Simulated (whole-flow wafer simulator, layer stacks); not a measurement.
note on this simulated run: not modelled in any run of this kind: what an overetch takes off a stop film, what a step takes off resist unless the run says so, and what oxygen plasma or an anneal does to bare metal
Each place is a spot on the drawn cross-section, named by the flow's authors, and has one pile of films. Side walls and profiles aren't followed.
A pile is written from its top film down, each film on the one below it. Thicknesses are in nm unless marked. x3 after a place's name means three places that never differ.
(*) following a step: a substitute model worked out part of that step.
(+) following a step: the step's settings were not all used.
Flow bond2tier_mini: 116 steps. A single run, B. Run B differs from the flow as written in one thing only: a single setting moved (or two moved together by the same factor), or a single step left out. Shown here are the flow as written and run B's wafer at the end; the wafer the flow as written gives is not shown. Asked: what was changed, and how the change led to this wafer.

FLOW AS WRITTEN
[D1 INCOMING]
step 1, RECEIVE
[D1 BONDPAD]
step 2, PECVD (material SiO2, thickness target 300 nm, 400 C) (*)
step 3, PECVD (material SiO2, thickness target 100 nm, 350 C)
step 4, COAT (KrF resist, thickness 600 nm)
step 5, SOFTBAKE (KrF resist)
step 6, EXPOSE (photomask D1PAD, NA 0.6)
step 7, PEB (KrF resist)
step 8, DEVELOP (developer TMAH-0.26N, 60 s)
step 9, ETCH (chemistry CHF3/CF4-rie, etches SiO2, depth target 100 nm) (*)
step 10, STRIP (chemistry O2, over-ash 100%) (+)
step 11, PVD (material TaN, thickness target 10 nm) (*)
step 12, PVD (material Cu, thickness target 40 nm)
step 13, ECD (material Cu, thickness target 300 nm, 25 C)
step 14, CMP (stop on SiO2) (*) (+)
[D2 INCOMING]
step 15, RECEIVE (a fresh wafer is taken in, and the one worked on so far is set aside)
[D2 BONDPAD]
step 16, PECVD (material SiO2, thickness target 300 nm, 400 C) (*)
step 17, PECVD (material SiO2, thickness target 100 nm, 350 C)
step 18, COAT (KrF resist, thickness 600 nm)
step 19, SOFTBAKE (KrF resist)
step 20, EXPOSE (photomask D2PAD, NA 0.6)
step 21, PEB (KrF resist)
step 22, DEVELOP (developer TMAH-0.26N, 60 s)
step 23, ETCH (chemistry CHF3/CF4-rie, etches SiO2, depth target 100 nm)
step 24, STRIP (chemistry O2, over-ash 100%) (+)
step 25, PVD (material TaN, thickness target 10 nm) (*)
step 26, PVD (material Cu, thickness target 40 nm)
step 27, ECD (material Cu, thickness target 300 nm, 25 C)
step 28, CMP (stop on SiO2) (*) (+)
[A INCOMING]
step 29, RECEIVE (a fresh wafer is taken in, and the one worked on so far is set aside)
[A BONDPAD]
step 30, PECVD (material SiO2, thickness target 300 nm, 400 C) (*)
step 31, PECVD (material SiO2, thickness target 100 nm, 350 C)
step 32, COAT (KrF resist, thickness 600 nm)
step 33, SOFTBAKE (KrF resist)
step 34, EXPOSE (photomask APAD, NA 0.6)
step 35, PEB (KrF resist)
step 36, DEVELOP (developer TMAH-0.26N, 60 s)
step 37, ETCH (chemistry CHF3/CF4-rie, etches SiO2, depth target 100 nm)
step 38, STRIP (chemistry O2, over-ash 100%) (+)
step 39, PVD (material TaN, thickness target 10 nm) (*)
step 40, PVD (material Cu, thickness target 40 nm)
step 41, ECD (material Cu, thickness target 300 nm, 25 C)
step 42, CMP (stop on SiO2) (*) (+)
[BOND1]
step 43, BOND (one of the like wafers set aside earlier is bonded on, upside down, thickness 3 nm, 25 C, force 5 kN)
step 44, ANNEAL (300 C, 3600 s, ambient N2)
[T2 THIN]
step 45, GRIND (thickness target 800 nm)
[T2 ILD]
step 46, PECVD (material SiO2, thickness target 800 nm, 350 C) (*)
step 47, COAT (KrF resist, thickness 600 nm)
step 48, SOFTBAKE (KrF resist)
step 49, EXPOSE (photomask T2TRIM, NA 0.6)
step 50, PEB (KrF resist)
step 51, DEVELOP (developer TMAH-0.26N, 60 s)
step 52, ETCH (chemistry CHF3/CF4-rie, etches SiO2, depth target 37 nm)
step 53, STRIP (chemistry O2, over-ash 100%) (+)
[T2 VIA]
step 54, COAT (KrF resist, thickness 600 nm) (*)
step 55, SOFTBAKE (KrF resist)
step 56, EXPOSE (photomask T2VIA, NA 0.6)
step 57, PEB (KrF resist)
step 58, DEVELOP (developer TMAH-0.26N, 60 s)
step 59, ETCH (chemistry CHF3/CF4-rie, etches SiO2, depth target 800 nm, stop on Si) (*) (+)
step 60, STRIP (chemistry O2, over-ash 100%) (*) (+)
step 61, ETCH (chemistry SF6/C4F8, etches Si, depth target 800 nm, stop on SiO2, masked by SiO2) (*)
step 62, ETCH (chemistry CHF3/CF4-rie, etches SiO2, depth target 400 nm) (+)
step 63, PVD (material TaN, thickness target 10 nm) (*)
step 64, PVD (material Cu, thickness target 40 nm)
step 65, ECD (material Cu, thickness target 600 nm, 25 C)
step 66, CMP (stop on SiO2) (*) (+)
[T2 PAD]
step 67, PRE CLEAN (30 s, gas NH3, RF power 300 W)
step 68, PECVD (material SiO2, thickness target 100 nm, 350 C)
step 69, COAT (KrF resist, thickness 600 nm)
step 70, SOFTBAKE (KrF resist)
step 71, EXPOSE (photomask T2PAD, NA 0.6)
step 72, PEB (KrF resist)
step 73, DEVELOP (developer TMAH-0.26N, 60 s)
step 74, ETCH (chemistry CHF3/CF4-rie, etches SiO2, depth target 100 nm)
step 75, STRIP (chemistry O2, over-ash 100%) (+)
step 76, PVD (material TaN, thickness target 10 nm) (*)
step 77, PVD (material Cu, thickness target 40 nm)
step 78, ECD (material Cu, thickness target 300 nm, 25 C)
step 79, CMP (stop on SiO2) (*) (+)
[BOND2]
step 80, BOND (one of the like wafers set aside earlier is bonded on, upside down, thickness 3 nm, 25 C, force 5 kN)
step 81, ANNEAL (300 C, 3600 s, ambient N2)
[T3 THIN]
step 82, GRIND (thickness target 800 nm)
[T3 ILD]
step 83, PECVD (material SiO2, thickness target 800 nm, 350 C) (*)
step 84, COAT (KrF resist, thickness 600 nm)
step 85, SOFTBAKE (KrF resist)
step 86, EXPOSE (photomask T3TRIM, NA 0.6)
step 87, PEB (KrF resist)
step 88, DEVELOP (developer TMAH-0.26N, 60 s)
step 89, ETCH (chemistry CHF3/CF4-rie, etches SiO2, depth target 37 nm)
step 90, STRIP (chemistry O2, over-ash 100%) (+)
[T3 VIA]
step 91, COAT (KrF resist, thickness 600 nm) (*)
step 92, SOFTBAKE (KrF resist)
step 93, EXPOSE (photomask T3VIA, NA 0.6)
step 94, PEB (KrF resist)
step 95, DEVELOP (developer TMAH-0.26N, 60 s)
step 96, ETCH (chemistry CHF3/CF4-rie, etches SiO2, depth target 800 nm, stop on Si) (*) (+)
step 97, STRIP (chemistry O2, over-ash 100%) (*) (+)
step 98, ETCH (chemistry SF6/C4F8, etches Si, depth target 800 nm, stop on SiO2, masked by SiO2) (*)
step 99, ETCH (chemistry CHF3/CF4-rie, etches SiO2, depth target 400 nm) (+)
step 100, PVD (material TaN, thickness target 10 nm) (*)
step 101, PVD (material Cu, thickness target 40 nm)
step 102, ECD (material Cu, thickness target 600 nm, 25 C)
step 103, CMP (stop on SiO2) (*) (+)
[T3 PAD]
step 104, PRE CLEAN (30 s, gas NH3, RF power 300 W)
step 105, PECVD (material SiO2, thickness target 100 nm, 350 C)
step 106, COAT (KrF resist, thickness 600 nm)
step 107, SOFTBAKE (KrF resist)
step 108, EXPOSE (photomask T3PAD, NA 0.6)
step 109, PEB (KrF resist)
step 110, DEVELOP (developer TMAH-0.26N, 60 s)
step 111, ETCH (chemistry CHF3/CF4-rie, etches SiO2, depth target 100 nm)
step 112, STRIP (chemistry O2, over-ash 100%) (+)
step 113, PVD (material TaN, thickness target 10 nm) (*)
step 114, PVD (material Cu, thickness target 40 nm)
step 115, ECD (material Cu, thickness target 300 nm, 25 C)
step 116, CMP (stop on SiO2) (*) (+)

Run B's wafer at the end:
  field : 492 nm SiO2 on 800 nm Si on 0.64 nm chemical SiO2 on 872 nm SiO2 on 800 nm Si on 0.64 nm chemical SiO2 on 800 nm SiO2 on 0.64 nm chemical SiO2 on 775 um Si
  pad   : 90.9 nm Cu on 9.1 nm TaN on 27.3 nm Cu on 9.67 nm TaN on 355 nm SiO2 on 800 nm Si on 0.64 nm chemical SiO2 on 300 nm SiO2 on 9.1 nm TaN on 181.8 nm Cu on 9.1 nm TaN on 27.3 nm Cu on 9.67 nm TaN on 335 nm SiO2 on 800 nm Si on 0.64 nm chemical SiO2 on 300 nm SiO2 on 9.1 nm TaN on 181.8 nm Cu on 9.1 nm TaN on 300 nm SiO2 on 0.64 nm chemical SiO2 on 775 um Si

Cause: step 62, ETCH: depth target 420 nm was run, whereas the flow has depth target 400 nm.

The path from the change to this, step by step:
  step 62, ETCH (chemistry CHF3/CF4-rie, etches SiO2, depth target 400 nm) (+)
      field, pad: SiO2 loses 420 (in the flow as written it would be: SiO2 loses 400)
